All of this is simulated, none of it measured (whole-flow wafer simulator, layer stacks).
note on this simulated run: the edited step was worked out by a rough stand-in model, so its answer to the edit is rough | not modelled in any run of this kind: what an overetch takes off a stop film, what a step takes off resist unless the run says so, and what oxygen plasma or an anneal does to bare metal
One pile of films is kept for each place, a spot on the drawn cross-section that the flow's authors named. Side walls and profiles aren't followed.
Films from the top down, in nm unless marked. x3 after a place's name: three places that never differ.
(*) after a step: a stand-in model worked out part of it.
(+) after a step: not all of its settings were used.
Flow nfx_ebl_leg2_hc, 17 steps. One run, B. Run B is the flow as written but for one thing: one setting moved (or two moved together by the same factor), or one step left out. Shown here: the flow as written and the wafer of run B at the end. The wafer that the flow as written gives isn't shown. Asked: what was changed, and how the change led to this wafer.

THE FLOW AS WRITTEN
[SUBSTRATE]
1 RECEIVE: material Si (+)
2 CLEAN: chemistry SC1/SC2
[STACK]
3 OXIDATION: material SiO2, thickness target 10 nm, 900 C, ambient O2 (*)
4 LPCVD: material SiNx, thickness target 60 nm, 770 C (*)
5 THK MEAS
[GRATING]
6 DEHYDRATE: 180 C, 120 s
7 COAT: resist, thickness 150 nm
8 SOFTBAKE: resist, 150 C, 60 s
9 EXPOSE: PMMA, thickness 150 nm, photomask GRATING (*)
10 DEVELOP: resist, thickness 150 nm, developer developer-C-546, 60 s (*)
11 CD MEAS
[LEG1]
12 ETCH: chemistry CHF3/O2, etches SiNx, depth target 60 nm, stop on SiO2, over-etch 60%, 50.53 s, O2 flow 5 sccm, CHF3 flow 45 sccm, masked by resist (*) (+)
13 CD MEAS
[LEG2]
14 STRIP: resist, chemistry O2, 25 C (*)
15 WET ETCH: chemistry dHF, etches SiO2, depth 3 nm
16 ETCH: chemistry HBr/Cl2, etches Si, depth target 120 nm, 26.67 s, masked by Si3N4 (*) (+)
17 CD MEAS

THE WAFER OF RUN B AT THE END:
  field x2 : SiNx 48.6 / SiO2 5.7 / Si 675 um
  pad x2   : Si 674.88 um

The cause: step 3, OXIDATION: thickness target 5.7 nm was run, where the flow has thickness target 10 nm.
It can be read off the wafer: field x2 has SiO2 5.7, and step 3 as written asks for 10 nm.

How the change led to this, step by step:
  3 OXIDATION: material SiO2, thickness target 10 nm, 900 C, ambient O2 (*)
      field x2, pad x2: SiO2 +5.7 (new film), chemical SiO2 -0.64 (all of it), Si -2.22 (as written it would be: SiO2 +10 (new film), chemical SiO2 -0.64 (all of it), Si -4.12)
  12 ETCH: chemistry CHF3/O2, etches SiNx, depth target 60 nm, stop on SiO2, over-etch 60%, 50.53 s, O2 flow 5 sccm, CHF3 flow 45 sccm, masked by resist (*) (+)
      pad x2: SiNx -60 (all of it), SiO2 -5.7 (all of it) (as written it would be: SiNx -60 (all of it), SiO2 -10 (all of it))
